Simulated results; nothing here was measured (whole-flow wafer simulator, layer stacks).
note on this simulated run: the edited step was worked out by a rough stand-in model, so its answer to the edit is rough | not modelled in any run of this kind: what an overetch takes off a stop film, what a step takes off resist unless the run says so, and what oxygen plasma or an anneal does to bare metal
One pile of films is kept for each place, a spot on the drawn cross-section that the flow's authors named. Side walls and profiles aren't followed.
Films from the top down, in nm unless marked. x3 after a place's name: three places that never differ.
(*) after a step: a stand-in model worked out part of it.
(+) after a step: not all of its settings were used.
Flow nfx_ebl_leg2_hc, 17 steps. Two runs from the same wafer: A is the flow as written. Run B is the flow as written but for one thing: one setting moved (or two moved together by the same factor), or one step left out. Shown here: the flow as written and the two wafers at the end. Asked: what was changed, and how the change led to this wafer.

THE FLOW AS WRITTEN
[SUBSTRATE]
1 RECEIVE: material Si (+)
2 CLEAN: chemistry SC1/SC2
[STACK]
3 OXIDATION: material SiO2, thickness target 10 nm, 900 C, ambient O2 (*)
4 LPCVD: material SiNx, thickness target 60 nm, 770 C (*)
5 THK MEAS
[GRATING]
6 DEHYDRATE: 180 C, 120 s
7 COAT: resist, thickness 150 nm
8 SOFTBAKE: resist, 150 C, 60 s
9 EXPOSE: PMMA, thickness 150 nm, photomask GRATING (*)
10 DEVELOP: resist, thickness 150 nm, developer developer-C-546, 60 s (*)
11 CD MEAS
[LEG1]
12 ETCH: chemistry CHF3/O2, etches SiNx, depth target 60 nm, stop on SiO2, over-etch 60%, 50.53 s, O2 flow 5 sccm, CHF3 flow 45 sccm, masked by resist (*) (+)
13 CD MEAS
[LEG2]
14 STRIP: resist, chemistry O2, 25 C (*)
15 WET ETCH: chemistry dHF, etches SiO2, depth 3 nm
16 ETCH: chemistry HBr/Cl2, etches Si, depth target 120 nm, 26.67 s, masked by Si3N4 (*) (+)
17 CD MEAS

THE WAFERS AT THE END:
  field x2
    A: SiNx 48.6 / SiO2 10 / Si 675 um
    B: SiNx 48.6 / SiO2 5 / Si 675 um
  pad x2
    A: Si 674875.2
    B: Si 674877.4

The cause: step 3, OXIDATION: thickness target 5 nm was run, where the flow has thickness target 10 nm.
It can be read off the wafer: field x2 has SiO2 5, and step 3 as written asks for 10 nm.

How the change led to this, step by step:
  3 OXIDATION: material SiO2, thickness target 10 nm, 900 C, ambient O2 (*)
      field x2, pad x2: A SiO2 +10 (new film), chemical SiO2 -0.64 (all of it), Si -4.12 | B SiO2 +5 (new film), chemical SiO2 -0.64 (all of it), Si -1.92
  12 ETCH: chemistry CHF3/O2, etches SiNx, depth target 60 nm, stop on SiO2, over-etch 60%, 50.53 s, O2 flow 5 sccm, CHF3 flow 45 sccm, masked by resist (*) (+)
      pad x2: A SiNx -60 (all of it), SiO2 -10 (all of it) | B SiNx -60 (all of it), SiO2 -5 (all of it)
